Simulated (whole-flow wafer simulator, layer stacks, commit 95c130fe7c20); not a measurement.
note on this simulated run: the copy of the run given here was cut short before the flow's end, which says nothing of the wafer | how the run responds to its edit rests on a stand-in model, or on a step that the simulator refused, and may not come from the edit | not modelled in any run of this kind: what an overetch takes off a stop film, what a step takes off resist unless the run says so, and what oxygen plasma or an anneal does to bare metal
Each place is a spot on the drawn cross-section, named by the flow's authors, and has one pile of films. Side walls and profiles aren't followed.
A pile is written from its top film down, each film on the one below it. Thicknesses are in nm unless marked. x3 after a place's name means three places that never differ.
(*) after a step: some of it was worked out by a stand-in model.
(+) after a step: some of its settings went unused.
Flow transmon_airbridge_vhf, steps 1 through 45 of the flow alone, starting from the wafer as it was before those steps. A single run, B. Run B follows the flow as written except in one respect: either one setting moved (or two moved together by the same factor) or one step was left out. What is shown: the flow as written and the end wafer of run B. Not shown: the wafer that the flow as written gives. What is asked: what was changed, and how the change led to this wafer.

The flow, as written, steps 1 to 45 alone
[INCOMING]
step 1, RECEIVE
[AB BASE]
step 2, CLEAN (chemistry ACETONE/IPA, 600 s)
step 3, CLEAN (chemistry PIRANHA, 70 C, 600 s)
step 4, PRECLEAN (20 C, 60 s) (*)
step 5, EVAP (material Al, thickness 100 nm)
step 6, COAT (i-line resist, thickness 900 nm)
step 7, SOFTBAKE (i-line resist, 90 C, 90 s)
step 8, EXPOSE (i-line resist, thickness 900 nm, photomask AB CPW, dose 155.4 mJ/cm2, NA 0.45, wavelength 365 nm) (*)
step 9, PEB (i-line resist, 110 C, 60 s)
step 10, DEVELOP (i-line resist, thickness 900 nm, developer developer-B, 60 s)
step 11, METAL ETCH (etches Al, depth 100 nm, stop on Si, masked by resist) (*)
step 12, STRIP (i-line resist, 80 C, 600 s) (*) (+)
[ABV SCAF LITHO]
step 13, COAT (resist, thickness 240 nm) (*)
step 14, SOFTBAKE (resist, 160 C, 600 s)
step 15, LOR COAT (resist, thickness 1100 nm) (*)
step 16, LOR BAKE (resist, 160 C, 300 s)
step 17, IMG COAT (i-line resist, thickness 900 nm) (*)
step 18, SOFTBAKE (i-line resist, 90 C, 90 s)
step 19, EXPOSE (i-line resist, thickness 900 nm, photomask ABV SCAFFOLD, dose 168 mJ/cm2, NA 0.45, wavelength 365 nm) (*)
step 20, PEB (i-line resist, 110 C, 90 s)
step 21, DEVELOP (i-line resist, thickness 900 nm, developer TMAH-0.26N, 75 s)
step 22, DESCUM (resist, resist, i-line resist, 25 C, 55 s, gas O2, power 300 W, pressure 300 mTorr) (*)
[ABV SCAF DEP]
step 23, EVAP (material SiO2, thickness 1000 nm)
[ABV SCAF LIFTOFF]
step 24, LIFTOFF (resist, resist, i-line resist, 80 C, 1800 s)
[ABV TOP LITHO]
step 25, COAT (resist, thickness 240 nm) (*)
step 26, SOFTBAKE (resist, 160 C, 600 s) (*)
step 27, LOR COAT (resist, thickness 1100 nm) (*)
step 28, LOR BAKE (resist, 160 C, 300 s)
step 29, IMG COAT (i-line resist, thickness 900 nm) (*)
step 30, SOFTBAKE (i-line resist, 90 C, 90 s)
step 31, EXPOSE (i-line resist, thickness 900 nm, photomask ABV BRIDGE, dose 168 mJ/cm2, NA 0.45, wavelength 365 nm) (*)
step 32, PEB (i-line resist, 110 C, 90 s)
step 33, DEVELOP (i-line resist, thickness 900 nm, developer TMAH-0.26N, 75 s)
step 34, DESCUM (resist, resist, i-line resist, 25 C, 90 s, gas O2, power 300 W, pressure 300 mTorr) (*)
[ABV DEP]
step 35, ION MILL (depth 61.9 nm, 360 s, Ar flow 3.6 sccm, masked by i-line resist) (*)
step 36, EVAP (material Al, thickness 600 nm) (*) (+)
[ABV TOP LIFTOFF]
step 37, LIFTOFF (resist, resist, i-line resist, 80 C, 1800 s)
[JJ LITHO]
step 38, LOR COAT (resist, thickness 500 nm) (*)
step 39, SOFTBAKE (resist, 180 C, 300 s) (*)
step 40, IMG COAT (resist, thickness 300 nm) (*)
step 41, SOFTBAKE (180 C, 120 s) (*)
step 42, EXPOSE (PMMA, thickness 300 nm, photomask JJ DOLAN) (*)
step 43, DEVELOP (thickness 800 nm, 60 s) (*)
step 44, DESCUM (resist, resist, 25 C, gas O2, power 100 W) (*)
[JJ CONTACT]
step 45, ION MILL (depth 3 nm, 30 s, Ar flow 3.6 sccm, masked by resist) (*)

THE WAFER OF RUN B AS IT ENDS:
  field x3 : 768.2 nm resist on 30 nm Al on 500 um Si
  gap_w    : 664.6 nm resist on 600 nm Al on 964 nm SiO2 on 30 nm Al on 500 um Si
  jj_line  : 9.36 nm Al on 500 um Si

Cause: step 5, EVAP: thickness 130 nm was run, while the flow as written has thickness 100 nm.

How this came from the change, step by step:
  step 5, EVAP (material Al, thickness 100 nm)
      field x3, jj_line, ground_far and 12 more: Al gains 130 (new film) (as written it would have been: Al gains 100 (new film))
  step 11, METAL ETCH (etches Al, depth 100 nm, stop on Si, masked by resist) (*)
      field x3, jj_line, gap_w, gap_e: Al loses 100 (as written it would have been: Al loses 100 (all of it))
  step 45, ION MILL (depth 3 nm, 30 s, Ar flow 3.6 sccm, masked by resist) (*)
      jj_line: Al loses 20.6 (as written it would have been: Si loses 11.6)
Taking metal films that touch as one body, field x3 has 1 body; the flow as written gives 0 bodies.
Taking metal films that touch as one body, gap_w has 2 bodies (between them, from the top down: SiO2 964); the flow as written gives 1 body.
Taking metal films that touch as one body, jj_line has 1 body; the flow as written gives 0 bodies.
